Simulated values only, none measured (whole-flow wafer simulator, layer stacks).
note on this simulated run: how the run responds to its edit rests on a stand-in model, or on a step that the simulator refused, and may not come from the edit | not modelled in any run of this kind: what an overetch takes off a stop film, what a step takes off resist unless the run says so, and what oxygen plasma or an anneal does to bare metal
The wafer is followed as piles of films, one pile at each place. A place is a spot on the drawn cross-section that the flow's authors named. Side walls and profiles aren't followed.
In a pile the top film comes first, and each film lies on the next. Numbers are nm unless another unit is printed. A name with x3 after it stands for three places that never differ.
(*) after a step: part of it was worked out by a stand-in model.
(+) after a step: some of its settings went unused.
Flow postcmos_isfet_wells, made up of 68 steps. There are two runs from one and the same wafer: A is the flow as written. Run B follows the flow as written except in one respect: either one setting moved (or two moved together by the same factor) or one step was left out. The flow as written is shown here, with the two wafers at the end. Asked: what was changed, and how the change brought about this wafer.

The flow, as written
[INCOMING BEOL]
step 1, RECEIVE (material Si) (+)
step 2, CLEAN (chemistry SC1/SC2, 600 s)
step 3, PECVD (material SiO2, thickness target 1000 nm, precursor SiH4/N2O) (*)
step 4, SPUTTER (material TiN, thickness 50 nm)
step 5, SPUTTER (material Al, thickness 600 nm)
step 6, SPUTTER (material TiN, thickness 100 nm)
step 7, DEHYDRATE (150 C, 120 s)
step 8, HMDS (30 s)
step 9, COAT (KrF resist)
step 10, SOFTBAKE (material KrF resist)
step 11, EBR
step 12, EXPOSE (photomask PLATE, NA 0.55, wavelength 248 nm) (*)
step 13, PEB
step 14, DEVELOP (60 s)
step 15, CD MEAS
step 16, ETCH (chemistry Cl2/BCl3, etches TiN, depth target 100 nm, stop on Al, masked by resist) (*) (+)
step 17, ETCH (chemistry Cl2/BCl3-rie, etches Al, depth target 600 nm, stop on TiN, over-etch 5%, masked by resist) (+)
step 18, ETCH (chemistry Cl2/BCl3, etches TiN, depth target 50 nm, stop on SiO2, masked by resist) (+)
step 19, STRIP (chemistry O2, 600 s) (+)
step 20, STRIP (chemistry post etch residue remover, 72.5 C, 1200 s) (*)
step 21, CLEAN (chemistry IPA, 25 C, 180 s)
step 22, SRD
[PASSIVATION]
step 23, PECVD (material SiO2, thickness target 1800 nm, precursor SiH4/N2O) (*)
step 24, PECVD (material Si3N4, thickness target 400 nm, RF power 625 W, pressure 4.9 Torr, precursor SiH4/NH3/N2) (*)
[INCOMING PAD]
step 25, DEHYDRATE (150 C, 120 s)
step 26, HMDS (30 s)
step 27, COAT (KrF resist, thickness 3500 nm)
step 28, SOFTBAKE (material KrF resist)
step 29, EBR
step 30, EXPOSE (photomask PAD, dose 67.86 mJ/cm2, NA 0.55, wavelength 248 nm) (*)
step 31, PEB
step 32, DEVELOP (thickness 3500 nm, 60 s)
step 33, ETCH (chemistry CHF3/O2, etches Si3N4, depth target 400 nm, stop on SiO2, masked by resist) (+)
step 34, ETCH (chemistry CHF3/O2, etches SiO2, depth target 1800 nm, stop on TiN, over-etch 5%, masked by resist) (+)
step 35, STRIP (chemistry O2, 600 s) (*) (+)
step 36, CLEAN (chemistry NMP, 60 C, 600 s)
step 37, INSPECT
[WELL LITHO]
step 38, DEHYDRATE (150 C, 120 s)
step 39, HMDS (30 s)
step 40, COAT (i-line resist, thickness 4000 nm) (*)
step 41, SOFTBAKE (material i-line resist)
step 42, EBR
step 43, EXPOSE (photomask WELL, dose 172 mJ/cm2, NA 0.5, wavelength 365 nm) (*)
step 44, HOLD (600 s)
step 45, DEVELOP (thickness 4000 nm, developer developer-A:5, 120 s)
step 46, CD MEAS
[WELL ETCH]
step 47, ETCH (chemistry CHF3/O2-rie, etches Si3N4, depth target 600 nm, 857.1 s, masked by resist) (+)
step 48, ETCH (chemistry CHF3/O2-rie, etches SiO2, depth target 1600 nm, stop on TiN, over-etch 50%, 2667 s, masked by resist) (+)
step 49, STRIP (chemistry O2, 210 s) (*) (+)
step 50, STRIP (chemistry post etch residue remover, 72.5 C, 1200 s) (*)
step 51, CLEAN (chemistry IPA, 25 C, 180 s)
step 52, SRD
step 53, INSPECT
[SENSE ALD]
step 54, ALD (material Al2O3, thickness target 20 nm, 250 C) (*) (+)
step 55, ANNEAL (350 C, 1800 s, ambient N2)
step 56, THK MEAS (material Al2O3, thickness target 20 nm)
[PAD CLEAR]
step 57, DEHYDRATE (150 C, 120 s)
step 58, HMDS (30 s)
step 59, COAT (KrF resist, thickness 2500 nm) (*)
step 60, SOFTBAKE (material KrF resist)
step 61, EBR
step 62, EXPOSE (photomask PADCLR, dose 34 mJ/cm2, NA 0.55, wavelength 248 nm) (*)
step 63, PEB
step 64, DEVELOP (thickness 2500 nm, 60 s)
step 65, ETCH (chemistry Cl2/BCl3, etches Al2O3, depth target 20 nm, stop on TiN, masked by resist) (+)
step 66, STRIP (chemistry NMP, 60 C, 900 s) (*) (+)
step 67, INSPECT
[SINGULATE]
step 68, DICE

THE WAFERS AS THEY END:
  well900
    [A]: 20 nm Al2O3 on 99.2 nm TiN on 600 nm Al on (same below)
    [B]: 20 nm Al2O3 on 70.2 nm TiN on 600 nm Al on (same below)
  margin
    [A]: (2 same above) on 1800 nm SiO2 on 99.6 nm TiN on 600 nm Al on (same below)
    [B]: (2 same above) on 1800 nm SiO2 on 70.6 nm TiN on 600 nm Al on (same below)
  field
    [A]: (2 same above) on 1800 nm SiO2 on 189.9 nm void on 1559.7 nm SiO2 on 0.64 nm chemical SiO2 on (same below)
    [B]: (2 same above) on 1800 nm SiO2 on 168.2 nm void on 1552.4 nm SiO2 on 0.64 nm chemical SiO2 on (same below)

The reason: step 6, SPUTTER: thickness 71 nm was run, whereas the flow has thickness 100 nm.

How this came from the change, step by step:
  step 6, SPUTTER (material TiN, thickness 100 nm)
      field, margin, well900, well1300 x3, pad_rim, pad_clr, pad_open: A +100 TiN (new film) | B +71 TiN (new film)
  step 16, ETCH (chemistry Cl2/BCl3, etches TiN, depth target 100 nm, stop on Al, masked by resist) (*) (+)
      field: A -100 TiN (all of it) | B -71 TiN (all of it)
  step 23, PECVD (material SiO2, thickness target 1800 nm, precursor SiH4/N2O) (*)
      field: A +1800 SiO2 (new film), +189.9 void (new film), +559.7 SiO2 | B +1800 SiO2 (new film), +168.2 void (new film), +552.4 SiO2
